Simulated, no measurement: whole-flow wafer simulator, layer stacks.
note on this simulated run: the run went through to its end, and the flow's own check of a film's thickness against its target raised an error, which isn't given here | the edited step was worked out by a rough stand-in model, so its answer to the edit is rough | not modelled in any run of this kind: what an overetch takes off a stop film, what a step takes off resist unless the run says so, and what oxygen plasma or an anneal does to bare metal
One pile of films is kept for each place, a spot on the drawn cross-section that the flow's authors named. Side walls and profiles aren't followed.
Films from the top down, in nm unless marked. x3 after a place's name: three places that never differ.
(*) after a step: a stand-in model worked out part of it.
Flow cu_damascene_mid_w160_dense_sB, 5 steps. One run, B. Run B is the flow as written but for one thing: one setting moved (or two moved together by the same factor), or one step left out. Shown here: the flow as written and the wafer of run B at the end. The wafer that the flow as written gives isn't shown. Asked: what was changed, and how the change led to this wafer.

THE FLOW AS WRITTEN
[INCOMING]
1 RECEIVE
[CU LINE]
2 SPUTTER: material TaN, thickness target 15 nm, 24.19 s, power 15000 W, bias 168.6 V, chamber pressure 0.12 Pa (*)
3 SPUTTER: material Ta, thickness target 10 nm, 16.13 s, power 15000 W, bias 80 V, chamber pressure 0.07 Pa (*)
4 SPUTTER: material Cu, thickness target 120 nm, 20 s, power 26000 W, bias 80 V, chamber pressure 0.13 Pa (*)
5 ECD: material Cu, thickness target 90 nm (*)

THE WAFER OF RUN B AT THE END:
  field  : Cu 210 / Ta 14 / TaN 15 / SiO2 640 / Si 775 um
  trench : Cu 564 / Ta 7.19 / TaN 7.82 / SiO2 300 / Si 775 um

The cause: step 3, SPUTTER: thickness target 14 nm was run, where the flow has thickness target 10 nm; step 3, SPUTTER: 22.58 s was run, where the flow has 16.13 s.
It can be read off the wafer: field has Ta 14, and step 3 as written asks for 10 nm.

How the change led to this, step by step:
  3 SPUTTER: material Ta, thickness target 10 nm, 16.13 s, power 15000 W, bias 80 V, chamber pressure 0.07 Pa (*)
      field: Ta +14 (new film) (as written it would be: Ta +10 (new film))
      trench: Ta +7.19 (new film) (as written it would be: Ta +5.14 (new film))
